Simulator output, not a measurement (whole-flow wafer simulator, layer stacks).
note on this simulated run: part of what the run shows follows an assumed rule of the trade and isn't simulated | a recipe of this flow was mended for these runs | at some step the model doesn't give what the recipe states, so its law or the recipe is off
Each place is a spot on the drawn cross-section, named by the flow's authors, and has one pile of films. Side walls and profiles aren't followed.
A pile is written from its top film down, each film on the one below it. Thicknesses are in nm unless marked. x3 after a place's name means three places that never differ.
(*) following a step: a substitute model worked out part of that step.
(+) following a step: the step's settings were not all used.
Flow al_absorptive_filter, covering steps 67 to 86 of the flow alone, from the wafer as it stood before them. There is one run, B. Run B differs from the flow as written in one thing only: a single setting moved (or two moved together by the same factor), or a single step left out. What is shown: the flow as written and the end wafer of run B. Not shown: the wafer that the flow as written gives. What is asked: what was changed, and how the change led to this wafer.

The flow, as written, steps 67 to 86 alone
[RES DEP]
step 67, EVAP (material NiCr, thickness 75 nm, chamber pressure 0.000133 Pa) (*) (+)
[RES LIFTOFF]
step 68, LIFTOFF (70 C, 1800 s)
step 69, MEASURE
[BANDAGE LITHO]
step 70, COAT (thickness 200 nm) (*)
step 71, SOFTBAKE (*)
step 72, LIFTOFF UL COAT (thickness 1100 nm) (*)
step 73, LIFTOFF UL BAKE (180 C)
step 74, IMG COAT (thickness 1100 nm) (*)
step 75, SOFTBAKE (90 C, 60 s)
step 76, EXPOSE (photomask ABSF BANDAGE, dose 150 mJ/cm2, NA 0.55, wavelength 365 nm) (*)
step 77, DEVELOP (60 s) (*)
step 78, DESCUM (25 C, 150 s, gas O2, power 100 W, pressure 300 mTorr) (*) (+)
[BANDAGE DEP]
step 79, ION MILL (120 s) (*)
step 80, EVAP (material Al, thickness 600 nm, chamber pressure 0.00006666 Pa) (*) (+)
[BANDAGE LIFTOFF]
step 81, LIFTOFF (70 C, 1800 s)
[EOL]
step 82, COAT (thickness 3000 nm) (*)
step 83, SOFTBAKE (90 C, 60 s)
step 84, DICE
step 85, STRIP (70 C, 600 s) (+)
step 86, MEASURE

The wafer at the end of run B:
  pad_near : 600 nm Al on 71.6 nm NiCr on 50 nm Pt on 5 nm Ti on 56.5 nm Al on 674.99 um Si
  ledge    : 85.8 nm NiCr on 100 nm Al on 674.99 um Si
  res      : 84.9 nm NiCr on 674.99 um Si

The reason: step 67, EVAP: thickness 85.8 nm was run, whereas the flow has thickness 75 nm.
The wafer lets one read it off: ledge has NiCr 85.8, and step 67 as written asks for 75 nm.

The path from the change to this, step by step:
  step 67, EVAP (material NiCr, thickness 75 nm, chamber pressure 0.000133 Pa) (*) (+)
      gnd, pad_far, ledge and 9 more: NiCr gains 85.8 (new film) (in the flow as written it would be: NiCr gains 75 (new film))
      pad_near, res: NiCr gains 84.9 (new film) (in the flow as written it would be: NiCr gains 74.2 (new film))
  step 68, LIFTOFF (70 C, 1800 s)
      xa_field, xl_land, idc_field: NiCr loses 85.8 (all of it), i-line-resist loses 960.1 (all of it), lift-off-underlayer loses 1100 (all of it), acrylic-e-beam-resist loses 200 (all of it) (in the flow as written it would be: NiCr loses 75 (all of it), i-line-resist loses 960.1 (all of it), lift-off-underlayer loses 1100 (all of it), acrylic-e-beam-resist loses 200 (all of it))
      gnd: NiCr loses 85.8 (all of it), i-line-resist loses 959.5 (all of it), lift-off-underlayer loses 1100.9 (all of it), acrylic-e-beam-resist loses 200.6 (all of it) (in the flow as written it would be: NiCr loses 75 (all of it), i-line-resist loses 959.5 (all of it), lift-off-underlayer loses 1100.9 (all of it), acrylic-e-beam-resist loses 200.6 (all of it))
      (as well as at 7 more places)
  step 83, SOFTBAKE (90 C, 60 s)
      ledge: i-line-resist loses 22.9 (in the flow as written it would be: i-line-resist loses 22.2)
      res: i-line-resist loses 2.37 (in the flow as written it would be: i-line-resist loses 1.75)
